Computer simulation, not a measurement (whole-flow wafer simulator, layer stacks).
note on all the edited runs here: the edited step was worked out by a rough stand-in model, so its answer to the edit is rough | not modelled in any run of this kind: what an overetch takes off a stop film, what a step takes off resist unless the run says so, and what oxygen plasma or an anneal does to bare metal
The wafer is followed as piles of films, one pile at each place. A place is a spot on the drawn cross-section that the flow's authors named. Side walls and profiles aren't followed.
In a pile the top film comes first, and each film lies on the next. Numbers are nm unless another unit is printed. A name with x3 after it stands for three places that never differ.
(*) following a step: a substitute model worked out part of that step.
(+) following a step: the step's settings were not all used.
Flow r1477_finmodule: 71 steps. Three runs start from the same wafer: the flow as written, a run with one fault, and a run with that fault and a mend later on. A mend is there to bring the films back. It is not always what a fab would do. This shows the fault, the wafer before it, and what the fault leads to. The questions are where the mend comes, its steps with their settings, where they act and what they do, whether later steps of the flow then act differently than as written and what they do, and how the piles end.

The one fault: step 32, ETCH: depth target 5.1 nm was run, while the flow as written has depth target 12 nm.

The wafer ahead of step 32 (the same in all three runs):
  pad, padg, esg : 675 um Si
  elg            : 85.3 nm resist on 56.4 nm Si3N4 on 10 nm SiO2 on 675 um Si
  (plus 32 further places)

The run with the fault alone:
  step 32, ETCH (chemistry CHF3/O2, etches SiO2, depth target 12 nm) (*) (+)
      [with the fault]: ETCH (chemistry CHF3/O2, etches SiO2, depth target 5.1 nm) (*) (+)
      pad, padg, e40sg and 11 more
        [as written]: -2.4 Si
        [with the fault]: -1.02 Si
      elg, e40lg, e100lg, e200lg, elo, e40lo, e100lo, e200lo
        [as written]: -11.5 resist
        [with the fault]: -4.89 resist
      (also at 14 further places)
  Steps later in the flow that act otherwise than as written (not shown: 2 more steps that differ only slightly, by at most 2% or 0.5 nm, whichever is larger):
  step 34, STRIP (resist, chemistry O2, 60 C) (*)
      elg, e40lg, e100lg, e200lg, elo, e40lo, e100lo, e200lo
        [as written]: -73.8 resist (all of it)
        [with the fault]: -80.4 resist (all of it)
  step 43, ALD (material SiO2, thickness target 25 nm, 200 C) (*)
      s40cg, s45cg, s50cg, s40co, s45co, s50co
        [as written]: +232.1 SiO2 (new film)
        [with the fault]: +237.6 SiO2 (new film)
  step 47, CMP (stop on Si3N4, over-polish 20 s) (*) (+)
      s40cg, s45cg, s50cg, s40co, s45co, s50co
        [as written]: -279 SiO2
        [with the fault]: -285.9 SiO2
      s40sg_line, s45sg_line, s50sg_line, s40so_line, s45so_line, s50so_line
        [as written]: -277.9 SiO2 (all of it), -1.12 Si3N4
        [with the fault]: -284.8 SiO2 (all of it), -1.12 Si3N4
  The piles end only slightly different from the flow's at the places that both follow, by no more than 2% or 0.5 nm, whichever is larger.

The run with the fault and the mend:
  After step 32 comes the mend.
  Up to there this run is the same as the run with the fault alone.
  step 32a, ETCH (chemistry CHF3/O2, etches SiO2, depth target 6.9 nm) (*) (a further turn of the flow's step 32, with different settings)
      pad, padg, e40sg and 11 more
        -1.38 Si
      elg, e40lg, e100lg, e200lg, elo, e40lo, e100lo, e200lo
        -6.61 resist
      s40sg_line, s45sg_line, s50sg_line, s40so_line, s45so_line, s50so_line
        -6.9 SiO2
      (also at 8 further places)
  Later steps of the flow that are run all act as written at every place that is followed, up to a difference of at most 2% or 0.5 nm, whichever is larger.
  The piles end only slightly different from the flow's at the places that both follow, by no more than 2% or 0.5 nm, whichever is larger.
